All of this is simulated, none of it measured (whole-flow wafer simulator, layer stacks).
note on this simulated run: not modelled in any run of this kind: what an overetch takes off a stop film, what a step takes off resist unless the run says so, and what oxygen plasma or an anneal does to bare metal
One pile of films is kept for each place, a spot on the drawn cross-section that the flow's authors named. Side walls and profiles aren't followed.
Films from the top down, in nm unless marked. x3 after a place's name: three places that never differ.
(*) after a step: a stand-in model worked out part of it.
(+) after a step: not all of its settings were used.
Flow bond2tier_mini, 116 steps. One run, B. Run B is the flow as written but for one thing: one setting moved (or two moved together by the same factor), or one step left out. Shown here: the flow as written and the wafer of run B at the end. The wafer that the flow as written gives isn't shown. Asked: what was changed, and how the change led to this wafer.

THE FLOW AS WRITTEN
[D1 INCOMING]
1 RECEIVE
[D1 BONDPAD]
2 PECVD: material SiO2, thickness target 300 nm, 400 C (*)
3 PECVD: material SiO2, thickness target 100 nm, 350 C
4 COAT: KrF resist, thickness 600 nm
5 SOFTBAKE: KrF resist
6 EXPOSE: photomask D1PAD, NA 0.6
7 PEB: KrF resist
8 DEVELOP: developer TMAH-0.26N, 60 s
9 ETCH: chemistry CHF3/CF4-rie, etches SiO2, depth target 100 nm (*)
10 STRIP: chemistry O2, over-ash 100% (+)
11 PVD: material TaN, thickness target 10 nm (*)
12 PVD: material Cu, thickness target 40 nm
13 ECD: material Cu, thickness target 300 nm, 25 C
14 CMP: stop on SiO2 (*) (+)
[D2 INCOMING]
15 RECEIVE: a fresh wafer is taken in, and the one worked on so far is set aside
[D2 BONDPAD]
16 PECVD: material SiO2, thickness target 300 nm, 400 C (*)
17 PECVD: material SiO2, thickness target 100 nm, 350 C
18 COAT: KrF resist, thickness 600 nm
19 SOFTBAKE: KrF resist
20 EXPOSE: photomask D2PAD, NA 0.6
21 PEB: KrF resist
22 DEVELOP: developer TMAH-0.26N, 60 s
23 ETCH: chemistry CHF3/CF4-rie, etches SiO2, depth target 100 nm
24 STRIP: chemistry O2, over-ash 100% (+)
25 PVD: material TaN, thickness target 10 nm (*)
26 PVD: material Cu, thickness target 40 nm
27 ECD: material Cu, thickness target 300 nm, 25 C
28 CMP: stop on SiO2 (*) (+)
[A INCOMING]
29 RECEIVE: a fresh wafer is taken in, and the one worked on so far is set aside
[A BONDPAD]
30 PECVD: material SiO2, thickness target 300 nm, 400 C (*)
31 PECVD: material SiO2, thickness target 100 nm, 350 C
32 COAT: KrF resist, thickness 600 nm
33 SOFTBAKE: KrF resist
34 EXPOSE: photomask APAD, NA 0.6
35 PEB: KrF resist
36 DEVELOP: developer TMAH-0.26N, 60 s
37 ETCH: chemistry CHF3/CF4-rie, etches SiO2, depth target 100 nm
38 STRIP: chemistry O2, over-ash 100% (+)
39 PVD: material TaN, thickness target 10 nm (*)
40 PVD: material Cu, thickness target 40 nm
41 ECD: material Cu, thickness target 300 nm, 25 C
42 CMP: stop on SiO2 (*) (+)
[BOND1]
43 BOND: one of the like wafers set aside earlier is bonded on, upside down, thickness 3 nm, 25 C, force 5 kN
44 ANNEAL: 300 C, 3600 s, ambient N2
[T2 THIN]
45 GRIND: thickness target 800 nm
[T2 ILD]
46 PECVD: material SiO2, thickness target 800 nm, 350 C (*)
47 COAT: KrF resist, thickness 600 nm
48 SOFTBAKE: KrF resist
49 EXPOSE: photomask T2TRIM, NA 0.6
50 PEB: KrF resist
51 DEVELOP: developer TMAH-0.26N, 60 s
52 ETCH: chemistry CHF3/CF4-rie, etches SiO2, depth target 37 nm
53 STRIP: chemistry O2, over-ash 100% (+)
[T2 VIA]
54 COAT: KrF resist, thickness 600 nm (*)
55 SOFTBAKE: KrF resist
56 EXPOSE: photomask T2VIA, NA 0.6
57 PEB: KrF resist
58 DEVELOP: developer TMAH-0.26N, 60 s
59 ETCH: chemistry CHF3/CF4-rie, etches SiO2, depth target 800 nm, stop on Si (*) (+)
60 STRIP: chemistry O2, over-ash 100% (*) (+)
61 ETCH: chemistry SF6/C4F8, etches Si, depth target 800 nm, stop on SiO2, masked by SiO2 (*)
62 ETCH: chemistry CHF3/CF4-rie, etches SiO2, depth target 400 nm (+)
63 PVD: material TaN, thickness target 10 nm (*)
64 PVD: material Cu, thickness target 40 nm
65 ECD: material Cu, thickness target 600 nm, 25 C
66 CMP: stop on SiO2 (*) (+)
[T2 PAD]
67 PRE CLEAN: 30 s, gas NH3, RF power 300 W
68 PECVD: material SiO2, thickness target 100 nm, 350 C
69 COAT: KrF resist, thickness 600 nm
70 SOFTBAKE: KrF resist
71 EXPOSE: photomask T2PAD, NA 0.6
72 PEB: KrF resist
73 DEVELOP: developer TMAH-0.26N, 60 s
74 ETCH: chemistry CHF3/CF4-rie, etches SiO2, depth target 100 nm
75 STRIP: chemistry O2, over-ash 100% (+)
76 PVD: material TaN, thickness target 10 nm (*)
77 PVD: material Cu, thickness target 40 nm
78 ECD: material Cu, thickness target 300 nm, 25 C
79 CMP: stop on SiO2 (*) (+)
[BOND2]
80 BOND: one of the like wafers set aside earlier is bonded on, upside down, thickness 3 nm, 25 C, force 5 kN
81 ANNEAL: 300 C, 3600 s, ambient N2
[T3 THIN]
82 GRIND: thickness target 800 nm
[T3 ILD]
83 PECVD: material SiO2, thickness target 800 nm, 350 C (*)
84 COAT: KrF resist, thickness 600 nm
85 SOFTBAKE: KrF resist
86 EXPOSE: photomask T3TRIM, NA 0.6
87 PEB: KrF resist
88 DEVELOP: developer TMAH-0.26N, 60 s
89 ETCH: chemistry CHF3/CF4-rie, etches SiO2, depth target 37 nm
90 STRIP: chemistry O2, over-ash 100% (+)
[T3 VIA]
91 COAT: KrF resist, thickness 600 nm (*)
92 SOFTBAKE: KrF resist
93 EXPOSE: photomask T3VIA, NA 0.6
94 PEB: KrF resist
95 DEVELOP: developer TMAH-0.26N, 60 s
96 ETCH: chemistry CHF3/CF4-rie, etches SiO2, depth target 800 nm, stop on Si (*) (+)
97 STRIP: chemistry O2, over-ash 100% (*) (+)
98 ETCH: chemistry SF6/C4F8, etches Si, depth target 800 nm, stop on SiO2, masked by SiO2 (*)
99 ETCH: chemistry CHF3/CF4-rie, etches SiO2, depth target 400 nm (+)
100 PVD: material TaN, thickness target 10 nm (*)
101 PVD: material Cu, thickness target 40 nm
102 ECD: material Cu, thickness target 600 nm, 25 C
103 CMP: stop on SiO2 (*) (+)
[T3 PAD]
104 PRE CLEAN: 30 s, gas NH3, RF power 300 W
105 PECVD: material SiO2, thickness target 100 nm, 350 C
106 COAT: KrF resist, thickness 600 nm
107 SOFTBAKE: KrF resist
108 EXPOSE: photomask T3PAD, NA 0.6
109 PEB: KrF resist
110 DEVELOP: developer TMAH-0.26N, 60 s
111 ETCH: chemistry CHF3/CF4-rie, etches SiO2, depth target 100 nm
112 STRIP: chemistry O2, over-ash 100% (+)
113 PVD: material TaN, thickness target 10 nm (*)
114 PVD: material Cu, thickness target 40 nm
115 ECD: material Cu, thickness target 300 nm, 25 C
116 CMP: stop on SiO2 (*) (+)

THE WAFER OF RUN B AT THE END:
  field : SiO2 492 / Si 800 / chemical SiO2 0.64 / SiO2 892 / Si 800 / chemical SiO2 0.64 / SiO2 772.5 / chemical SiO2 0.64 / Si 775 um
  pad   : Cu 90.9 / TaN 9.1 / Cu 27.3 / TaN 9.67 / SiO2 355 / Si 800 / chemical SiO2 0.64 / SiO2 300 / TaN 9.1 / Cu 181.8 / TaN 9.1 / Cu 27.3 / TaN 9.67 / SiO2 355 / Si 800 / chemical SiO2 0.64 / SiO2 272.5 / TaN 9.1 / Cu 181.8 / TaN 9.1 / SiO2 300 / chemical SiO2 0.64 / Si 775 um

The cause: step 3, PECVD: thickness target 72.5 nm was run, where the flow has thickness target 100 nm.

How the change led to this, step by step:
  3 PECVD: material SiO2, thickness target 100 nm, 350 C
      field, pad, via: SiO2 +72.5 (as written it would be: SiO2 +100)
  43 BOND: one of the like wafers set aside earlier is bonded on, upside down, thickness 3 nm, 25 C, force 5 kN
      field: Si +775 um (new film), chemical SiO2 +0.64 (new film), SiO2 +372.5 (as written it would be: Si +775 um (new film), chemical SiO2 +0.64 (new film), SiO2 +400)
      pad: Si +775 um (new film), chemical SiO2 +0.64 (new film), SiO2 +272.5 (new film), TaN +9.1 (new film), Cu +90.9 (as written it would be: Si +775 um (new film), chemical SiO2 +0.64 (new film), SiO2 +300 (new film), TaN +9.1 (new film), Cu +90.9)
      (and at 1 more place)
